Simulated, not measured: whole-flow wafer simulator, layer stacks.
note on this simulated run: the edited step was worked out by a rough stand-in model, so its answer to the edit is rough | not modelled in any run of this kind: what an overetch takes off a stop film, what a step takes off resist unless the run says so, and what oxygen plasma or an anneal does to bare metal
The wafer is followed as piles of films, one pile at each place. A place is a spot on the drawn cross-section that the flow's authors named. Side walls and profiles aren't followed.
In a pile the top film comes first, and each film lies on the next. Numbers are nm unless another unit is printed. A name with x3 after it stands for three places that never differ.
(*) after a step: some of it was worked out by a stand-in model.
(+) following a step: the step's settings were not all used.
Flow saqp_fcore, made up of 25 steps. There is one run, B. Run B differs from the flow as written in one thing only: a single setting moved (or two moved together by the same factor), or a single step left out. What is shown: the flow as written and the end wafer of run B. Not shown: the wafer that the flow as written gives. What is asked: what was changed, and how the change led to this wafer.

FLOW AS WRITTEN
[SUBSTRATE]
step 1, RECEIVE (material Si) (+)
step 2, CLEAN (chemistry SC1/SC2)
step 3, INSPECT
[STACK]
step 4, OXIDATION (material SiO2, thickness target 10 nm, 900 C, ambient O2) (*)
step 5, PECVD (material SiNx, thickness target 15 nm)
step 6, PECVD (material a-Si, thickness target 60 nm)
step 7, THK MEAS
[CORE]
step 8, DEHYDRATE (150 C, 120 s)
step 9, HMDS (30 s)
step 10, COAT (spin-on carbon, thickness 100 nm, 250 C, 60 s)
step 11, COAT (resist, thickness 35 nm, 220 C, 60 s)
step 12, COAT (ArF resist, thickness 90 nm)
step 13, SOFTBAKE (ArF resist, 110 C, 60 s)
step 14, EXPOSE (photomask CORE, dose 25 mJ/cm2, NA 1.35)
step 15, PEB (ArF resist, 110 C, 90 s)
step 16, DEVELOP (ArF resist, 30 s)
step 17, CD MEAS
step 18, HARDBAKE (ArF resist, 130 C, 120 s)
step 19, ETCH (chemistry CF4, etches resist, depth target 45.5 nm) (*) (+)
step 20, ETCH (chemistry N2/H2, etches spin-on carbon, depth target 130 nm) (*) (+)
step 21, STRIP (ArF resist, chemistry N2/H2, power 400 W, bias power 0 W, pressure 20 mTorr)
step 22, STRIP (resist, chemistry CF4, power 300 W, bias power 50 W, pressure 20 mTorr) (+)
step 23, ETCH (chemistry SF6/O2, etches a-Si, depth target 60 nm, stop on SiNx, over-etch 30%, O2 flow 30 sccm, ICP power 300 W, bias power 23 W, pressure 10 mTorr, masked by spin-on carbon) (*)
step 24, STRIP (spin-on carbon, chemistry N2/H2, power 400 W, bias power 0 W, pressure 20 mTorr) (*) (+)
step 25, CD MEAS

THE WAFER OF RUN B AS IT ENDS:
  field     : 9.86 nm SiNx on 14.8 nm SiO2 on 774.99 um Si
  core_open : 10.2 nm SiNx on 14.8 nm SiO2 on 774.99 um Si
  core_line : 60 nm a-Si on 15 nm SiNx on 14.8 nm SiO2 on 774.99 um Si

The reason: step 4, OXIDATION: thickness target 14.8 nm was run, though the flow has thickness target 10 nm.
One can read it off the wafer: field has SiO2 14.8, and step 4 as written asks for 10 nm.

Step by step, how the change led to this:
  step 4, OXIDATION (material SiO2, thickness target 10 nm, 900 C, ambient O2) (*)
      field, core_open, core_line: SiO2 gains 14.8 (new film), chemical SiO2 loses 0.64 (all of it), Si loses 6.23 (in the flow as written it would be: SiO2 gains 10 (new film), chemical SiO2 loses 0.64 (all of it), Si loses 4.12)
